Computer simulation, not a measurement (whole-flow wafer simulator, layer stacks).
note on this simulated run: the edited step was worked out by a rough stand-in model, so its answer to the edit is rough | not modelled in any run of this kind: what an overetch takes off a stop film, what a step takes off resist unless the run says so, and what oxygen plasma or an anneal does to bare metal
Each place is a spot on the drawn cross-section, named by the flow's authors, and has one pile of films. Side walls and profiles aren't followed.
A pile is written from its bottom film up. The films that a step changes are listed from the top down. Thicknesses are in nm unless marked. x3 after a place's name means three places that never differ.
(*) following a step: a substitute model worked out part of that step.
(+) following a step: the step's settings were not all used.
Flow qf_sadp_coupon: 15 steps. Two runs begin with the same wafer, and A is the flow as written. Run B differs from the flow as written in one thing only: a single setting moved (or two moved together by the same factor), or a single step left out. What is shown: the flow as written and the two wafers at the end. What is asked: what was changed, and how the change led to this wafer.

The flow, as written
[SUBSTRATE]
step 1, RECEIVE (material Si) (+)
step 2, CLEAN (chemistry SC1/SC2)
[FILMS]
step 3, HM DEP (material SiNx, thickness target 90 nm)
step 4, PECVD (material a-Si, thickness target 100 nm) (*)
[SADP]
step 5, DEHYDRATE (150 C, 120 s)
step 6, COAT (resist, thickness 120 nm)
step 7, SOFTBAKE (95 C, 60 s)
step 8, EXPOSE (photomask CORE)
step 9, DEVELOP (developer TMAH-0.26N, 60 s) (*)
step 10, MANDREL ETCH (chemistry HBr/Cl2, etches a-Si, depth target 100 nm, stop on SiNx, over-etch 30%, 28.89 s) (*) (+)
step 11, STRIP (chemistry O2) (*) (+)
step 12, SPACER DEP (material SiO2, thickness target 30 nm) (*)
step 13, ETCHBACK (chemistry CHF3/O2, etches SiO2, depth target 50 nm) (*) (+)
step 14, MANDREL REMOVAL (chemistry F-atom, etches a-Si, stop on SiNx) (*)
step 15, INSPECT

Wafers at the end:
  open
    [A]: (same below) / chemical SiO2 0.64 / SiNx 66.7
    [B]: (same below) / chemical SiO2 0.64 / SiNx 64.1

What caused this: step 10, MANDREL ETCH: over-etch 48% was run, whereas the flow has over-etch 30%.

Step by step, how the change led to this:
  step 10, MANDREL ETCH (chemistry HBr/Cl2, etches a-Si, depth target 100 nm, stop on SiNx, over-etch 30%, 28.89 s) (*) (+)
      m: A -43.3 resist | B -49.3 resist
      open: A -100 a-Si (all of it), -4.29 SiNx | B -100 a-Si (all of it), -6.86 SiNx
  step 11, STRIP (chemistry O2) (*) (+)
      m: A +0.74 chemical SiO2 (new film), -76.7 resist (all of it), -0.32 a-Si | B +0.74 chemical SiO2 (new film), -70.7 resist (all of it), -0.33 a-Si
